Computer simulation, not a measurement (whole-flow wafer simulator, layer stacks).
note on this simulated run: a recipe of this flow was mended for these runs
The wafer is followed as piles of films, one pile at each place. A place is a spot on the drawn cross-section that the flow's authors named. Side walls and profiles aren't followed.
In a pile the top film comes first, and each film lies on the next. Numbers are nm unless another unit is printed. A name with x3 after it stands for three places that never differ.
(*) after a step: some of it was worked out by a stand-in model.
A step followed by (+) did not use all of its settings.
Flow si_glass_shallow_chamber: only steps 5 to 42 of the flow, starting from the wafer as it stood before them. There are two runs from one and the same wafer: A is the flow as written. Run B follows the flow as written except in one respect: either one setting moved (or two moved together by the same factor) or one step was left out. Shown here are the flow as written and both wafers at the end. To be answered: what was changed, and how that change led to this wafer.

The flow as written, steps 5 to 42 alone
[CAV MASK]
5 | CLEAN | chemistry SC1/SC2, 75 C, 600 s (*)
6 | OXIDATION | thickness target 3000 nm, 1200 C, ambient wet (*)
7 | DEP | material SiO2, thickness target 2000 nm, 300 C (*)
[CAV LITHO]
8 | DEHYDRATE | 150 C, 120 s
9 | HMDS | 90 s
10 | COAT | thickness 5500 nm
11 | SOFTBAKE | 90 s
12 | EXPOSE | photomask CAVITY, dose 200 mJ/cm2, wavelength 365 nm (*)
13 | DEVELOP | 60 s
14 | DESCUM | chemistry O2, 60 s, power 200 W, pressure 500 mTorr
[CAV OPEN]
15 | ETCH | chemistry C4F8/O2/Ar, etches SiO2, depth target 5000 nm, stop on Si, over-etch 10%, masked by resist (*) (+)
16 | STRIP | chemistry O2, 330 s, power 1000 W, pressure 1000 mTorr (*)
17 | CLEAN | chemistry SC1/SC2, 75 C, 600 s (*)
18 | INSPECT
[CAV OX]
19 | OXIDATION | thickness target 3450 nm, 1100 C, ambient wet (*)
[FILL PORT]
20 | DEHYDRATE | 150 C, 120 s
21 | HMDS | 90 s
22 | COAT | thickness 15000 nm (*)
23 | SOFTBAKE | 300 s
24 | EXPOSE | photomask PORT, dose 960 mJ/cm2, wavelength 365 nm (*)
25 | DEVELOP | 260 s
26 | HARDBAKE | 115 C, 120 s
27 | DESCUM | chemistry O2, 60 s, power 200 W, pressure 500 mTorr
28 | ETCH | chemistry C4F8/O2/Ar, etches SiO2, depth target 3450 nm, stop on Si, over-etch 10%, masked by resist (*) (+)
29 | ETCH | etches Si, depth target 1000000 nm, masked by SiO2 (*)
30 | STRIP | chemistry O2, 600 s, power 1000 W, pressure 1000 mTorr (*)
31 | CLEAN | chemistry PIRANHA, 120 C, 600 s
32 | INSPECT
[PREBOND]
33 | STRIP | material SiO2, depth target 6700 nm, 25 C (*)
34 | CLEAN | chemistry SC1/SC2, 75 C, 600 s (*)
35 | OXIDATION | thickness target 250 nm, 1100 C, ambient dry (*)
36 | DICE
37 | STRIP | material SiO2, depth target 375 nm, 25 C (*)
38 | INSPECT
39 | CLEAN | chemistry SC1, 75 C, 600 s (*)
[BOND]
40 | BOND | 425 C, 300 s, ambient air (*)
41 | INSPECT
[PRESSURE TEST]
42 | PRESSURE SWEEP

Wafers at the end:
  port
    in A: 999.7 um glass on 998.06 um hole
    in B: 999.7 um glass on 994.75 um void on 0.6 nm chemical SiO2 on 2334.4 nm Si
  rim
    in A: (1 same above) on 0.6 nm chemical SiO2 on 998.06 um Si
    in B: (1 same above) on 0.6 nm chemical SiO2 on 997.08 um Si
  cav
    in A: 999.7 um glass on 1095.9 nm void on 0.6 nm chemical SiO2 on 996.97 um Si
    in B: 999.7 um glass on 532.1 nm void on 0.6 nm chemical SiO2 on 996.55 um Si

What caused this: step 6, OXIDATION: thickness target 5569 nm was run, while the flow as written has thickness target 3000 nm.

Step by step, how the change led to this:
  6 | OXIDATION | thickness target 3000 nm, 1200 C, ambient wet (*)
      rim, ramp, cav, port, septum, ring: A +3000 SiO2 (new film), -0.6 chemical SiO2 (all of it), -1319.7 Si | B +5569 SiO2 (new film), -0.6 chemical SiO2 (all of it), -2450.1 Si
  15 | ETCH | chemistry C4F8/O2/Ar, etches SiO2, depth target 5000 nm, stop on Si, over-etch 10%, masked by resist (*) (+)
      cav, port: A -5000 SiO2 (all of it), -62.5 Si | B -5500 SiO2
  16 | STRIP | chemistry O2, 330 s, power 1000 W, pressure 1000 mTorr (*)
      cav, port: A +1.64 chemical SiO2 (new film), -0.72 Si | B nothing
  17 | CLEAN | chemistry SC1/SC2, 75 C, 600 s (*)
      cav, port: A -1.04 chemical SiO2, -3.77 Si | B -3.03 SiO2
  19 | OXIDATION | thickness target 3450 nm, 1100 C, ambient wet (*)
      cav, port: A +3450 SiO2 (new film), -0.6 chemical SiO2 (all of it), -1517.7 Si | B +1988.3 SiO2, -874.9 Si
      rim, ramp, septum, ring: A +1110.9 SiO2, -488.8 Si | B +779 SiO2, -342.8 Si
  22 | COAT | thickness 15000 nm (*)
      rim: A +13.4 um thick-i-line-resist (new film) | B +12.97 um thick-i-line-resist (new film)
      ramp: A +12.89 um thick-i-line-resist (new film) | B +12.32 um thick-i-line-resist (new film)
      (as well as at 4 more places)
  23 | SOFTBAKE | 300 s
      rim: A -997 thick-i-line-resist | B -1302.4 thick-i-line-resist
      ramp: A -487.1 thick-i-line-resist | B -652.3 thick-i-line-resist
      (as well as at 4 more places)
  25 | DEVELOP | 260 s
      port: A -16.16 um thick-i-line-resist (all of it) | B -16.49 um thick-i-line-resist (all of it)
  26 | HARDBAKE | 115 C, 120 s
      rim, ramp: A -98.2 thick-i-line-resist | B -89.5 thick-i-line-resist
      cav: A -147.1 thick-i-line-resist | B -151.7 thick-i-line-resist
  28 | ETCH | chemistry C4F8/O2/Ar, etches SiO2, depth target 3450 nm, stop on Si, over-etch 10%, masked by resist (*) (+)
      port: A -3450 SiO2 (all of it), -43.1 Si | B -3795 SiO2
  29 | ETCH | etches Si, depth target 1000000 nm, masked by SiO2 (*)
      port: A +997.05 um hole (new film), -997.05 um Si (all of it) | B -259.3 SiO2 (all of it), -994.21 um Si
      rim, ramp: A -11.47 um thick-i-line-resist (all of it), -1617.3 SiO2 | B -10.74 um thick-i-line-resist (all of it), -2007.1 SiO2
      (as well as at 2 more places)
  30 | STRIP | chemistry O2, 600 s, power 1000 W, pressure 1000 mTorr (*)
      port: A nothing | B +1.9 chemical SiO2 (new film), -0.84 Si
      cav: A -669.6 thick-i-line-resist (all of it) | B -994.3 thick-i-line-resist (all of it)
  33 | STRIP | material SiO2, depth target 6700 nm, 25 C (*)
      port: A nothing | B -1.9 chemical SiO2 (all of it)
      rim, ramp: A -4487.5 SiO2 (all of it) | B -6334.9 SiO2 (all of it)
      (as well as at 3 more places)
  34 | CLEAN | chemistry SC1/SC2, 75 C, 600 s (*)
      port: A nothing | B +0.6 chemical SiO2 (new film), -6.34 Si
  35 | OXIDATION | thickness target 250 nm, 1100 C, ambient dry (*)
      port: A nothing | B +250 SiO2 (new film), -0.6 chemical SiO2 (all of it), -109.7 Si
  37 | STRIP | material SiO2, depth target 375 nm, 25 C (*)
      port: A nothing | B -250 SiO2 (all of it)
  ... and 1 more step ...
  40 | BOND | 425 C, 300 s, ambient air (*)
      port: A +999.7 um glass (new film), +1017.3 hole | B +999.7 um glass (new film), +994.75 um void (new film)
      cav: A +999.7 um glass (new film), +1095.9 void (new film) | B +999.7 um glass (new film), +532.1 void (new film)
